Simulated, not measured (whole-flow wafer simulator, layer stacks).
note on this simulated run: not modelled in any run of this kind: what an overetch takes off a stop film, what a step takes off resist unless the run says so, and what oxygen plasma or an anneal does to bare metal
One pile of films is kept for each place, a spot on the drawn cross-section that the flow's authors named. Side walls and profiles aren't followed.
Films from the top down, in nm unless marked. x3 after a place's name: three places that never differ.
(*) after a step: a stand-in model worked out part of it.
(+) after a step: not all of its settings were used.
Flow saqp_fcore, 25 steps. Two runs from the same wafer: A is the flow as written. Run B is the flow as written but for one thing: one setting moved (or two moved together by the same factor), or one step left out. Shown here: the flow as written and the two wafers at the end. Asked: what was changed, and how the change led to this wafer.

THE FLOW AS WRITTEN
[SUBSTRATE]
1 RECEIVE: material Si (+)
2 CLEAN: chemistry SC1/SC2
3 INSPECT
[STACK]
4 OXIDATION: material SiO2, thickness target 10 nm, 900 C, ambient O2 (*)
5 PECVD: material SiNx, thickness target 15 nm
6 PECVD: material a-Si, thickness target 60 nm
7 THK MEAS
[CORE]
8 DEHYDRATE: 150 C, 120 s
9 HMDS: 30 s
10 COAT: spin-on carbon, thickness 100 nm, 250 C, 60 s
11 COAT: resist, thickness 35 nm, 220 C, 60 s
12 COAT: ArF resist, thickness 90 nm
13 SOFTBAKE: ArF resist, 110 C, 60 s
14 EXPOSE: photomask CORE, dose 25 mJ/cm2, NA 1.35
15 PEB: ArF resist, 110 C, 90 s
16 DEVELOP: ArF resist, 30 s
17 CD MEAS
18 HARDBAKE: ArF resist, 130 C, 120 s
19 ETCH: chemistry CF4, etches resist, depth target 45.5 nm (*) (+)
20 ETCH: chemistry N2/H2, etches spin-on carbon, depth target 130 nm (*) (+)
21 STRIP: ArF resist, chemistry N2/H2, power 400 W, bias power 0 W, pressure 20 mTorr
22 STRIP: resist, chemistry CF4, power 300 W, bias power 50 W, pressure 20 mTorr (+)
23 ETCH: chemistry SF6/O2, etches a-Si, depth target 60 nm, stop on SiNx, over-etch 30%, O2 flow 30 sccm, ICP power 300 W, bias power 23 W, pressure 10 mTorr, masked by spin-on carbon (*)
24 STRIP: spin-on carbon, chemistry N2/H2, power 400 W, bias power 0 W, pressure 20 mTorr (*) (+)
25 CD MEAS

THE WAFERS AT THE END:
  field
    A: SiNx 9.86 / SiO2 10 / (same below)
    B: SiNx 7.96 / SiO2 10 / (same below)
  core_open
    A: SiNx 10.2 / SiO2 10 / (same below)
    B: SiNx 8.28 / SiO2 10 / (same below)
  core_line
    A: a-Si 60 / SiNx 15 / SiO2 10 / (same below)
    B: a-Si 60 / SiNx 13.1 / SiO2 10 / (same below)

The cause: step 5, PECVD: thickness target 13.1 nm was run, where the flow has thickness target 15 nm.
It can be read off the wafer: core_line has SiNx 13.1, and step 5 as written asks for 15 nm.

How the change led to this, step by step:
  5 PECVD: material SiNx, thickness target 15 nm
      field, core_open, core_line: A SiNx +15 (new film) | B SiNx +13.1 (new film)
